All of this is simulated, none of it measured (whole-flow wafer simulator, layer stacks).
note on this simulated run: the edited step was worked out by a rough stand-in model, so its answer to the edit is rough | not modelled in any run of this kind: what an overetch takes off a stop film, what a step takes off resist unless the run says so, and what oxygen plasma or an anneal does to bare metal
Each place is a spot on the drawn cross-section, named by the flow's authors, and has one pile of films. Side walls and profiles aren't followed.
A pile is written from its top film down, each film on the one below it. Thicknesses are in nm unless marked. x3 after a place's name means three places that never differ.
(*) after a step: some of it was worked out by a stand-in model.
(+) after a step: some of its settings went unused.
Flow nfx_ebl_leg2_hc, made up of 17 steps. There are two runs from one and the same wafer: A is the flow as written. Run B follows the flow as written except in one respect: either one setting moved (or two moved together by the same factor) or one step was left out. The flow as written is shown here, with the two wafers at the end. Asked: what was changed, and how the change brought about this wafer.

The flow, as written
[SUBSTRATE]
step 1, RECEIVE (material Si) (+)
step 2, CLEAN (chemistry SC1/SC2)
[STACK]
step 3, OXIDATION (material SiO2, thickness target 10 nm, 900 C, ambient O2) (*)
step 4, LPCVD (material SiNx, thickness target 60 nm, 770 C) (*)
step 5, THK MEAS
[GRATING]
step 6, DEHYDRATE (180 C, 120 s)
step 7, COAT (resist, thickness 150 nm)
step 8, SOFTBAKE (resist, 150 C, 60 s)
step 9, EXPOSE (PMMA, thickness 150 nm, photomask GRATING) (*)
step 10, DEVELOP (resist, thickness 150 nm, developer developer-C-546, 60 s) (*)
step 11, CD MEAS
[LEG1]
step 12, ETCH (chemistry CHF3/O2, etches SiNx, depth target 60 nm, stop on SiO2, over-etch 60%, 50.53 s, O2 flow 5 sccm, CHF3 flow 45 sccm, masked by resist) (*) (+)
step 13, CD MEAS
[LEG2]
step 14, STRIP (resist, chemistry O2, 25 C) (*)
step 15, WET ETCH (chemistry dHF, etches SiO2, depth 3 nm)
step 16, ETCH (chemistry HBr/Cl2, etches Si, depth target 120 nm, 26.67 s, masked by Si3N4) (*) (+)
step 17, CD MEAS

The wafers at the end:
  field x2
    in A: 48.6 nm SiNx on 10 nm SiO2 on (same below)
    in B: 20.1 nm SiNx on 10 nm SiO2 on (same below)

Cause: step 4, LPCVD: thickness target 31.5 nm was run, whereas the flow has thickness target 60 nm.

Step by step, how the change led to this:
  step 4, LPCVD (material SiNx, thickness target 60 nm, 770 C) (*)
      field x2, pad x2: A SiNx gains 60 (new film) | B SiNx gains 31.5 (new film)
  step 12, ETCH (chemistry CHF3/O2, etches SiNx, depth target 60 nm, stop on SiO2, over-etch 60%, 50.53 s, O2 flow 5 sccm, CHF3 flow 45 sccm, masked by resist) (*) (+)
      pad x2: A SiNx loses 60 (all of it), SiO2 loses 10 (all of it) | B SiNx loses 31.5 (all of it), SiO2 loses 10 (all of it)
